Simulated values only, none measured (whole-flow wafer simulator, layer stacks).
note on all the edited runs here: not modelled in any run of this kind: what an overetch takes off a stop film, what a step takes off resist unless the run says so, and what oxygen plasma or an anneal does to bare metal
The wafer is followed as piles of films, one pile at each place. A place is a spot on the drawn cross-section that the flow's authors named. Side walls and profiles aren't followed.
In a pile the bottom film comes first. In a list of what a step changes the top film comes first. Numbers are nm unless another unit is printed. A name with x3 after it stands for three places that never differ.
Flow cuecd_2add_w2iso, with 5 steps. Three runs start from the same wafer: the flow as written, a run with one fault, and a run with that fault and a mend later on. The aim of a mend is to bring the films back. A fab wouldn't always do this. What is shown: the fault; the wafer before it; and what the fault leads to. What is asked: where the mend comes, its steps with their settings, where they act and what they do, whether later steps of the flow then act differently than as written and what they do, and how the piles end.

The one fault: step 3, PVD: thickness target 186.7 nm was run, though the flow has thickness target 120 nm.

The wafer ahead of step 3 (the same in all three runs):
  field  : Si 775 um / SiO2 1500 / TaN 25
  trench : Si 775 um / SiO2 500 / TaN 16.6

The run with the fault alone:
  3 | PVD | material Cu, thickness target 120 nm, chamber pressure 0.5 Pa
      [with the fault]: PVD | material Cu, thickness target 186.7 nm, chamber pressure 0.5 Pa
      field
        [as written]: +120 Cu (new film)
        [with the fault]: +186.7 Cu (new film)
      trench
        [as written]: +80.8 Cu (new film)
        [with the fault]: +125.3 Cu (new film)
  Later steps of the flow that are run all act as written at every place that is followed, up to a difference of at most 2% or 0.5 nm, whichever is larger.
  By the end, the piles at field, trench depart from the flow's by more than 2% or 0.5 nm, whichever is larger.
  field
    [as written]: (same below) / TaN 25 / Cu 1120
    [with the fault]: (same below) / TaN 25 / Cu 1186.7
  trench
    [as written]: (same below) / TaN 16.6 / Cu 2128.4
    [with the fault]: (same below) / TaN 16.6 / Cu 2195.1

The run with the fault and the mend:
  The mend stands after step 3.
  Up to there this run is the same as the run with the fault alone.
  3a | ETCH | chemistry cu recess dil, depth target 214.5 nm
      field
        -186.7 Cu (all of it)
      trench
        -125.3 Cu (all of it)
  3b | PVD | material Cu, thickness target 120 nm, chamber pressure 0.5 Pa (the flow's step 3 again)
      field
        +120 Cu (new film)
      trench
        +80.8 Cu (new film)
  Later steps of the flow that are run all act as written at every place that is followed.
  The piles end the same as the flow's at every place that both follow.
